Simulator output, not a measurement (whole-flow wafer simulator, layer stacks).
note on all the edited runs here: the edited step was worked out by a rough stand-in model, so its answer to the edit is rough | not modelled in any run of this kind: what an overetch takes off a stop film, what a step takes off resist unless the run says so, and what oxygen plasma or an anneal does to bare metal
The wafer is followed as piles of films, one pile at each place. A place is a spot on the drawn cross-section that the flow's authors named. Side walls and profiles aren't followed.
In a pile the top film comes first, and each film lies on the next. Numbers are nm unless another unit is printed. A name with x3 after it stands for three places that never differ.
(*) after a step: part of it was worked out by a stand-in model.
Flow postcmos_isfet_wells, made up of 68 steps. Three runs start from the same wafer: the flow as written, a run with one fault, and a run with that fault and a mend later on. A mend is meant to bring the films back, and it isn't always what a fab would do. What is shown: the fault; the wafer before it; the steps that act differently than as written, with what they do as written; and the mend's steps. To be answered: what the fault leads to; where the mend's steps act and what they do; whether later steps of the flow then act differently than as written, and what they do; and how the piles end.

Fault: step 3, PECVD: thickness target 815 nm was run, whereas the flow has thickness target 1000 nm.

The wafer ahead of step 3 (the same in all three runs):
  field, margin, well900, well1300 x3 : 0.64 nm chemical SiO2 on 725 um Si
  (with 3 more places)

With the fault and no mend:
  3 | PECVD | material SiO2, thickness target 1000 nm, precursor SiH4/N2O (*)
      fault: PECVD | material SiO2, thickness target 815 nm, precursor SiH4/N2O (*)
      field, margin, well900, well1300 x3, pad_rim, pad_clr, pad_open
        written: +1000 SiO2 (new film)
        fault: +815 SiO2 (new film)
  Every later step of the flow that is run acts as written at every place that is followed.
  By the end, the piles at field, margin, well900, well1300 x3, pad_rim, pad_clr, pad_open depart from the flow's by more than 2% or 0.5 nm, whichever is larger.
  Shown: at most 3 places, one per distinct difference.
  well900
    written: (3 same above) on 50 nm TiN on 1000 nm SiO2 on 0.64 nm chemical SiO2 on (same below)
    fault: (3 same above) on 50 nm TiN on 815 nm SiO2 on 0.64 nm chemical SiO2 on (same below)
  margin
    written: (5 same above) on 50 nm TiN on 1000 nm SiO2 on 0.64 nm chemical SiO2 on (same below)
    fault: (5 same above) on 50 nm TiN on 815 nm SiO2 on 0.64 nm chemical SiO2 on (same below)
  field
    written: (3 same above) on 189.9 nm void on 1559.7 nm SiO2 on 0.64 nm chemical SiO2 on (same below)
    fault: (3 same above) on 189.9 nm void on 1374.7 nm SiO2 on 0.64 nm chemical SiO2 on (same below)

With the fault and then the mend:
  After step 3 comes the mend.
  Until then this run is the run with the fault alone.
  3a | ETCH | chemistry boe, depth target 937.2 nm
      field, margin, well900, well1300 x3, pad_rim, pad_clr, pad_open
        -815 SiO2 (all of it), -0.64 chemical SiO2 (all of it)
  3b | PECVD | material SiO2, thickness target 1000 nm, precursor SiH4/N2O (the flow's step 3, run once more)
      field, margin, well900, well1300 x3, pad_rim, pad_clr, pad_open
        +1000 SiO2 (new film)
  Every later step of the flow that is run acts as written at every place that is followed.
  By the end, the piles at field, margin, well900, well1300 x3, pad_rim, pad_clr, pad_open depart from the flow's by more than 2% or 0.5 nm, whichever is larger.
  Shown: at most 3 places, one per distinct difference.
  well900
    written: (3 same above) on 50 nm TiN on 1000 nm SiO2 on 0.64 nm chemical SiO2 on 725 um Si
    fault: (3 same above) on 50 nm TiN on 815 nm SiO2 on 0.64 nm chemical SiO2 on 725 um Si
    mend: (3 same above) on 50 nm TiN on 1000 nm SiO2 on 725 um Si
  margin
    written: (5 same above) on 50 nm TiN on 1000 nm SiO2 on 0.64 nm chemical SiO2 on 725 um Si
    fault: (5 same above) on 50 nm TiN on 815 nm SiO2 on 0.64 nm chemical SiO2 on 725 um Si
    mend: (5 same above) on 50 nm TiN on 1000 nm SiO2 on 725 um Si
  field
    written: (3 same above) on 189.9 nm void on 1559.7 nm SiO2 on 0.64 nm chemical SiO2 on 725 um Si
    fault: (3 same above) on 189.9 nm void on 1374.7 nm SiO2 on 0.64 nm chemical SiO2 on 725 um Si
    mend: (3 same above) on 189.9 nm void on 1559.7 nm SiO2 on 725 um Si
